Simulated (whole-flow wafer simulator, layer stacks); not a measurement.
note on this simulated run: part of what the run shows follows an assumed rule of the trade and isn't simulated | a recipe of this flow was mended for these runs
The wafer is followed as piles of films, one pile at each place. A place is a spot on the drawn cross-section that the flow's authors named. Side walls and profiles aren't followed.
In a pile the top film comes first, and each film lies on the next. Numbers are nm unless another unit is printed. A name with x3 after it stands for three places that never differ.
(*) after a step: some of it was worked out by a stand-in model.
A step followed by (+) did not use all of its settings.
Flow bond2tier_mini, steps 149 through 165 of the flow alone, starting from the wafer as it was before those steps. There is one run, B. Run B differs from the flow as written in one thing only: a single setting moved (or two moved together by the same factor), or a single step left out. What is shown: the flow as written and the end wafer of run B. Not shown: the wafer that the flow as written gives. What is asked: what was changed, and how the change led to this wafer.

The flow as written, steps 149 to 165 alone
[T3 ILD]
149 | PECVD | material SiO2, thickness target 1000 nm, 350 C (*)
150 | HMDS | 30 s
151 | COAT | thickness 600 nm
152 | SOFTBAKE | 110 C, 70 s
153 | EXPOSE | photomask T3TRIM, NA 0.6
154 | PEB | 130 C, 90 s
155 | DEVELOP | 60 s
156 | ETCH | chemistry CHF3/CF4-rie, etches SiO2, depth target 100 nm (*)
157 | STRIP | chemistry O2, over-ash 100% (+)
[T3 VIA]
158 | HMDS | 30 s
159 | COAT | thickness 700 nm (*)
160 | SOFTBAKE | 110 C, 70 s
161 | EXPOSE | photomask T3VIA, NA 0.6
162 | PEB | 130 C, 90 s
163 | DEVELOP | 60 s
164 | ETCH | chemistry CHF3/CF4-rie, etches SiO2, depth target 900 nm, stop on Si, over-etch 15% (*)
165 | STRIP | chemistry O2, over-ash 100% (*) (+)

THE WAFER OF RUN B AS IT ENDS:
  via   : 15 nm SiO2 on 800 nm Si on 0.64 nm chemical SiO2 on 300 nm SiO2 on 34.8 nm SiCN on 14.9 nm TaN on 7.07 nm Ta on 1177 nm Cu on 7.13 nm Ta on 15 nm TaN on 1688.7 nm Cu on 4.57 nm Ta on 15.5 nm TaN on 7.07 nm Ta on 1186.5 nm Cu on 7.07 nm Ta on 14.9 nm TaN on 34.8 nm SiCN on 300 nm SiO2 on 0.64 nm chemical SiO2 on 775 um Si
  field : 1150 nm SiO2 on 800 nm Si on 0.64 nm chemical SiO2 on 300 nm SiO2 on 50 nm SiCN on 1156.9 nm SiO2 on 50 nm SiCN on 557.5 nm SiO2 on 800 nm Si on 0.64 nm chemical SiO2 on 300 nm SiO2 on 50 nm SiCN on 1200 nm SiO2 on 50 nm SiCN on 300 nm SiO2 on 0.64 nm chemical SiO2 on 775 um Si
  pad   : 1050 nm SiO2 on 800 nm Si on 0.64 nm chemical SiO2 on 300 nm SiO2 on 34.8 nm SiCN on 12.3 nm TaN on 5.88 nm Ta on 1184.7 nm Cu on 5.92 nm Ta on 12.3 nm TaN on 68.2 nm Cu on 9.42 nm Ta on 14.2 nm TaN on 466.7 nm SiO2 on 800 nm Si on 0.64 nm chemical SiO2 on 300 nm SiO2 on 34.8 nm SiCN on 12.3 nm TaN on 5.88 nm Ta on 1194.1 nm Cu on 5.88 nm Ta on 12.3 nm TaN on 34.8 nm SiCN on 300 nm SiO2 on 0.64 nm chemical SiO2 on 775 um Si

The reason: step 149, PECVD: thickness target 1150 nm was run, though the flow has thickness target 1000 nm.
The wafer lets one read it off: field has SiO2 1150, and step 149 as written asks for 1000 nm.

How this came from the change, step by step:
  149 | PECVD | material SiO2, thickness target 1000 nm, 350 C (*)
      field, pad, via: SiO2 gains 1150 (new film) (in the flow as written it would be: SiO2 gains 1000 (new film))
  164 | ETCH | chemistry CHF3/CF4-rie, etches SiO2, depth target 900 nm, stop on Si, over-etch 15% (*)
      via: SiO2 loses 1035 (in the flow as written it would be: SiO2 loses 900 (all of it), Si loses 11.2)
